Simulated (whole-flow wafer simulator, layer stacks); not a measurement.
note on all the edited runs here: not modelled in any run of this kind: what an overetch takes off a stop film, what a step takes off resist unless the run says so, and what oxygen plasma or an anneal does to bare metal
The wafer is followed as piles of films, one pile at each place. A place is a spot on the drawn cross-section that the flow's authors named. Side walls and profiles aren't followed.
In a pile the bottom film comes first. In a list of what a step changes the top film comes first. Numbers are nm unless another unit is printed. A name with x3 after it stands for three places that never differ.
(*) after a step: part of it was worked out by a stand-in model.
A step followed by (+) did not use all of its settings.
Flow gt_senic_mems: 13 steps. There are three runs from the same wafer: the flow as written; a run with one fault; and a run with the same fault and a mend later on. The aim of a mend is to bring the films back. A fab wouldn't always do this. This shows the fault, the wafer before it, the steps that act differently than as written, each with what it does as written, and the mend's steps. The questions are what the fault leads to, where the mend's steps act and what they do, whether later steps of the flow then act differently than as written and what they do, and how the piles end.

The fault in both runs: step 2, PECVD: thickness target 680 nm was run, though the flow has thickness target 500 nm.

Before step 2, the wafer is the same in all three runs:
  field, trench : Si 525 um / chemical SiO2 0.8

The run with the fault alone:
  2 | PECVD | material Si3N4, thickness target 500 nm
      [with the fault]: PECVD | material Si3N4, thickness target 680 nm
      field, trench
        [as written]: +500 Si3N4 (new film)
        [with the fault]: +680 Si3N4 (new film)
  Steps later in the flow that act otherwise than as written (not shown: 1 more step that differs only slightly, by at most 2% or 0.5 nm, whichever is larger):
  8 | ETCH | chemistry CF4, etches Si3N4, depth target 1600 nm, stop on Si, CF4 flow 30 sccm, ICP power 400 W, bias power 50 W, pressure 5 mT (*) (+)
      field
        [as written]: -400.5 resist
        [with the fault]: -520.5 resist
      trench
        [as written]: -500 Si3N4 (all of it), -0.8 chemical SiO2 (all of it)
        [with the fault]: -680 Si3N4 (all of it), -0.8 chemical SiO2 (all of it)
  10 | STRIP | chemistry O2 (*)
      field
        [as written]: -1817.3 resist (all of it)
        [with the fault]: -1697.3 resist (all of it)
  The piles end different from the flow's at field by more than 2% or 0.5 nm, whichever is larger.
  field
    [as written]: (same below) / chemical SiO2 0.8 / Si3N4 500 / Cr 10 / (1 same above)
    [with the fault]: (same below) / chemical SiO2 0.8 / Si3N4 680 / Cr 10 / (1 same above)

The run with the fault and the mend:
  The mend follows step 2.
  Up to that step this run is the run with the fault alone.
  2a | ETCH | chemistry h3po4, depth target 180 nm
      field, trench
        -180 Si3N4
  Every later step of the flow that is run acts as written at every place that is followed.
  The piles end the same as the flow's at every place that both follow.
